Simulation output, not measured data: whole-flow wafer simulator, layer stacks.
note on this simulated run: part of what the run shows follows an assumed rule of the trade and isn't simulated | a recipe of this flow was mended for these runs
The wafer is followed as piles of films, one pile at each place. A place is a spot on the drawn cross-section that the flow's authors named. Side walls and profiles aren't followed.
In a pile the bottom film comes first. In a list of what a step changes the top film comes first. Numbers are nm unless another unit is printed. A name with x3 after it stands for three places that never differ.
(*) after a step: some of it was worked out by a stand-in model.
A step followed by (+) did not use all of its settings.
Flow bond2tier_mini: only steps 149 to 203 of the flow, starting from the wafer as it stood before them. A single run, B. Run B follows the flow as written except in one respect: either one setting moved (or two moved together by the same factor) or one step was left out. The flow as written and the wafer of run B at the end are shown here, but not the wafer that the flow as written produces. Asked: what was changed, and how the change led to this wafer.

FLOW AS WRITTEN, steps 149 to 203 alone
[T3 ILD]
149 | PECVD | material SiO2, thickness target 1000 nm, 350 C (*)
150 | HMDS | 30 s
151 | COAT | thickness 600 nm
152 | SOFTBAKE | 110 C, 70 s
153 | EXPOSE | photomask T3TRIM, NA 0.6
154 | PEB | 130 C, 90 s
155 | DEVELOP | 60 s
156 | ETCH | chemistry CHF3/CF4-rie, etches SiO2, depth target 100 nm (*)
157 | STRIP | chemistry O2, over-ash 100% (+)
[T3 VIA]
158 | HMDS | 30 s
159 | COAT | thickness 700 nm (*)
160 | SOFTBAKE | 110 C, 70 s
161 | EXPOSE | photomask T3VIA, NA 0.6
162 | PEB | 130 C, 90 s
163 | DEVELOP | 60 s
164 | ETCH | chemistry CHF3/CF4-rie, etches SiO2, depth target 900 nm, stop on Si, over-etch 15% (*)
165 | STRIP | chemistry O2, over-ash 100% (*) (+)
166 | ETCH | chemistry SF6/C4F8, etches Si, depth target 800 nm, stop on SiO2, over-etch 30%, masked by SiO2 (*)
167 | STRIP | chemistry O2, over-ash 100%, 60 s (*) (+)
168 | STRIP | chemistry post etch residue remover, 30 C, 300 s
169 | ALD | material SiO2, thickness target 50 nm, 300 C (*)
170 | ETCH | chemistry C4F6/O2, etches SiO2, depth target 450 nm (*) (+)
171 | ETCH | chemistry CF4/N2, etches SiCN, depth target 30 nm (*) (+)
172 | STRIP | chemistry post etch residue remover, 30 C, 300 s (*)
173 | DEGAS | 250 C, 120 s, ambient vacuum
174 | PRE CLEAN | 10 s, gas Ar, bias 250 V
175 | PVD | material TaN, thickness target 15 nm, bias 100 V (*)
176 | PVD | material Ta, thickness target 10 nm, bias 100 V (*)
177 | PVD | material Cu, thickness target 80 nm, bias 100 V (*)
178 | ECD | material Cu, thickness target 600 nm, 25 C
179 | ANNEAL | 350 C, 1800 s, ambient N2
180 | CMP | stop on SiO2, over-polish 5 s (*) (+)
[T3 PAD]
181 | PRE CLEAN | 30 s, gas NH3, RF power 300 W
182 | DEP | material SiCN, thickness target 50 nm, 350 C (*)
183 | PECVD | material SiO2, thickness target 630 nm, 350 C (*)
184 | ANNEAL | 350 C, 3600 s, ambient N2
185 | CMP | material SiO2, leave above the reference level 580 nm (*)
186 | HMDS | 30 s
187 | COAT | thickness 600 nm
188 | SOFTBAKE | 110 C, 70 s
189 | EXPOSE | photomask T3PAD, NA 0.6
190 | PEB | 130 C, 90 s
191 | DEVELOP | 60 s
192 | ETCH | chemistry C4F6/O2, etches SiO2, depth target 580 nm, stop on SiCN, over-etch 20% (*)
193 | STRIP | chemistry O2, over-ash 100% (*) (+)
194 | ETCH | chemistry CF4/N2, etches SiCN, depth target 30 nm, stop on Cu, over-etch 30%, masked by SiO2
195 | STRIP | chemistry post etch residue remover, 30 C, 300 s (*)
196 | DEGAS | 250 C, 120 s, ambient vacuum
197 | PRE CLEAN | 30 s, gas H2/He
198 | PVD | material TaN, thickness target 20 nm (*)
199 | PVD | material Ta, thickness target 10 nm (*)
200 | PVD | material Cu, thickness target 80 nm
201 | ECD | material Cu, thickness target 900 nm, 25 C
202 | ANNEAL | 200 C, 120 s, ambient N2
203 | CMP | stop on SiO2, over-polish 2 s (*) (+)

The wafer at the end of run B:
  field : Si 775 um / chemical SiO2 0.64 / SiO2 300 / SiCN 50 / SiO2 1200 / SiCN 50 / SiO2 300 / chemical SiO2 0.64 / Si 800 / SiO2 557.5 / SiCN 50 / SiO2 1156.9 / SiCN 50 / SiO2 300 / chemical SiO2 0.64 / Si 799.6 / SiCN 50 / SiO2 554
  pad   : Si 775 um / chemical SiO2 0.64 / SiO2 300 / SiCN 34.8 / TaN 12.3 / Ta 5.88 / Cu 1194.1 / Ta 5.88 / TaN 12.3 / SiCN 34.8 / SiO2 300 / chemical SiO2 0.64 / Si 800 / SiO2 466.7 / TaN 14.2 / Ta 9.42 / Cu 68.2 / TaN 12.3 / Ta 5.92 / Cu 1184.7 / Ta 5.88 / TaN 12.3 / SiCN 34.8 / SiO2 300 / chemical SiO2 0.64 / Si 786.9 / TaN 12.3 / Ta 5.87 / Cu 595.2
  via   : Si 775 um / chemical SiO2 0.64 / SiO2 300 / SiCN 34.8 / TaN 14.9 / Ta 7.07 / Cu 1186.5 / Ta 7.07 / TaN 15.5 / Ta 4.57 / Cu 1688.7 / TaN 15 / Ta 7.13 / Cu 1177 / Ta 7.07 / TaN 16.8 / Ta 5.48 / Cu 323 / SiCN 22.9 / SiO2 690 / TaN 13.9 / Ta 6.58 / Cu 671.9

Cause: step 149, PECVD: thickness target 402 nm was run, while the flow as written has thickness target 1000 nm.

How this came from the change, step by step:
  149 | PECVD | material SiO2, thickness target 1000 nm, 350 C (*)
      field, pad, via: +402 SiO2 (new film) (as written it would have been: +1000 SiO2 (new film))
  164 | ETCH | chemistry CHF3/CF4-rie, etches SiO2, depth target 900 nm, stop on Si, over-etch 15% (*)
      field, pad: -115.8 thick-KrF-resist (as written it would have been: -345 thick-KrF-resist)
      via: -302 SiO2 (all of it), -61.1 Si (as written it would have been: -900 SiO2 (all of it), -11.2 Si)
  165 | STRIP | chemistry O2, over-ash 100% (*) (+)
      field: -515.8 thick-KrF-resist (all of it) (as written it would have been: -286.6 thick-KrF-resist (all of it))
      pad: -602.2 thick-KrF-resist (all of it) (as written it would have been: -372.9 thick-KrF-resist (all of it))
  166 | ETCH | chemistry SF6/C4F8, etches Si, depth target 800 nm, stop on SiO2, over-etch 30%, masked by SiO2 (*)
      field, pad: -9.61 SiO2 (as written it would have been: -10.3 SiO2)
      via: -738.9 Si (all of it), -0.64 chemical SiO2 (all of it), -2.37 SiO2 (as written it would have been: -788.8 Si (all of it), -0.64 chemical SiO2 (all of it), -1.87 SiO2)
  170 | ETCH | chemistry C4F6/O2, etches SiO2, depth target 450 nm (*) (+)
      field: -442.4 SiO2 (all of it), -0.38 Si (as written it would have been: -450 SiO2)
      pad: -342.4 SiO2 (all of it), -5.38 Si (as written it would have been: -450 SiO2)
  171 | ETCH | chemistry CF4/N2, etches SiCN, depth target 30 nm (*) (+)
      field, pad: nothing (as written it would have been: -20 SiO2)
  174 | PRE CLEAN | 10 s, gas Ar, bias 250 V
      field, pad: nothing (as written it would have been: -3 SiO2)
  175 | PVD | material TaN, thickness target 15 nm, bias 100 V (*)
      pad: +15 TaN (new film) (as written it would have been: +14.2 TaN (new film))
      via: +8.28 TaN (as written it would have been: +6.94 TaN)
  176 | PVD | material Ta, thickness target 10 nm, bias 100 V (*)
      pad: +10 Ta (new film) (as written it would have been: +9.42 Ta (new film))
      via: +5.48 Ta (new film) (as written it would have been: +4.57 Ta (new film))
  177 | PVD | material Cu, thickness target 80 nm, bias 100 V (*)
      pad: +80 Cu (new film) (as written it would have been: +75.3 Cu (new film))
      via: +42.6 Cu (new film) (as written it would have been: +35 Cu (new film))
  178 | ECD | material Cu, thickness target 600 nm, 25 C
      pad: +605 Cu (as written it would have been: +706.1 Cu)
      via: +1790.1 Cu (as written it would have been: +2367 Cu)
  180 | CMP | stop on SiO2, over-polish 5 s (*) (+)
      field: -680 Cu (all of it), -10 Ta (all of it), -15 TaN (all of it) (as written it would have been: -680 Cu (all of it), -10 Ta (all of it), -15 TaN (all of it), -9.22 SiO2)
      pad: -685 Cu (all of it), -10 Ta (all of it), -15 TaN (all of it) (as written it would have been: -711.3 Cu)
      (also at 1 further place)
  182 | DEP | material SiCN, thickness target 50 nm, 350 C (*)
      via: +22.9 SiCN (new film) (as written it would have been: +50 SiCN (new film))
  183 | PECVD | material SiO2, thickness target 630 nm, 350 C (*)
      via: +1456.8 SiO2 (new film) (as written it would have been: +630 SiO2 (new film))
  185 | CMP | material SiO2, leave above the reference level 580 nm (*)
      pad, via: -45 SiO2 (as written it would have been: -50 SiO2)
      field: -50 SiO2 (as written it would have been: -47.1 SiO2)
  192 | ETCH | chemistry C4F6/O2, etches SiO2, depth target 580 nm, stop on SiCN, over-etch 20% (*)
      via: -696 SiO2 (as written it would have been: -580 SiO2 (all of it), -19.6 SiCN)
      pad: -585 SiO2 (all of it), -18.7 SiCN (as written it would have been: -580 SiO2 (all of it), -19.6 SiCN)
  ... 5 further steps ...
  201 | ECD | material Cu, thickness target 900 nm, 25 C
      via: +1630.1 Cu (as written it would have been: +1534.4 Cu)
With metal films that touch counted as one body, via has 2 bodies (between them, from the top down: SiO2 690 / SiCN 22.9); the flow as written gives 1 body.
